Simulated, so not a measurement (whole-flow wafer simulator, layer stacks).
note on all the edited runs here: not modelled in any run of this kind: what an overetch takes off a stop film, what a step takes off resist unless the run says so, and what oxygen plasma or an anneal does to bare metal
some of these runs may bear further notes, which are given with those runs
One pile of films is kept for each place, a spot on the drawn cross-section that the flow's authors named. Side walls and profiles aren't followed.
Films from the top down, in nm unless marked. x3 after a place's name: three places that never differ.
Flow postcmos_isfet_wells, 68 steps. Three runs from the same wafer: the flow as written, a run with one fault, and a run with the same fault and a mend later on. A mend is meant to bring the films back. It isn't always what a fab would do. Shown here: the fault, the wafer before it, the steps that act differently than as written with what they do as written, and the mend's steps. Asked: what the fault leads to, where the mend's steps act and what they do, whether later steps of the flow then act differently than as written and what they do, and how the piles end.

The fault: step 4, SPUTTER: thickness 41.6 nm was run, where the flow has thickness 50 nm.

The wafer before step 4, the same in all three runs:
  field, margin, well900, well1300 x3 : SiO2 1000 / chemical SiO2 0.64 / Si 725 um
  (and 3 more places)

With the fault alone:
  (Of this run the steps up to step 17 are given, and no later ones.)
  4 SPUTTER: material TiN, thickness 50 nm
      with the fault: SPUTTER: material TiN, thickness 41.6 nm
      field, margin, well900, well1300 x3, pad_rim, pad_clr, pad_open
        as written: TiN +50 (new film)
        with the fault: TiN +41.6 (new film)
  No later step of the flow up to step 17 acts differently than as written at any place that is followed.
  After step 17 the piles differ from the flow's by more than 2% or 0.5 nm, whichever is larger, at field, margin, well900, well1300 x3, pad_rim, pad_clr, pad_open.
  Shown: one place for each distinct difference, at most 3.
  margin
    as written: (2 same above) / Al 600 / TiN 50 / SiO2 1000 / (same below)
    with the fault: (2 same above) / Al 600 / TiN 41.6 / SiO2 1000 / (same below)
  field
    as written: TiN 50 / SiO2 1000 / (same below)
    with the fault: TiN 41.6 / SiO2 1000 / (same below)

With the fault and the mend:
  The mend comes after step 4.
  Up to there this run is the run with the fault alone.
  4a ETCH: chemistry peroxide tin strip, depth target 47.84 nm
      field, margin, well900, well1300 x3, pad_rim, pad_clr, pad_open
        TiN -41.6 (all of it)
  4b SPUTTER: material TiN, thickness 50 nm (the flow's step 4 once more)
      field, margin, well900, well1300 x3, pad_rim, pad_clr, pad_open
        TiN +50 (new film)
  No later step of the flow acts differently than as written at any place that is followed.
  At the end the piles are the same as the flow's at every place that both follow.
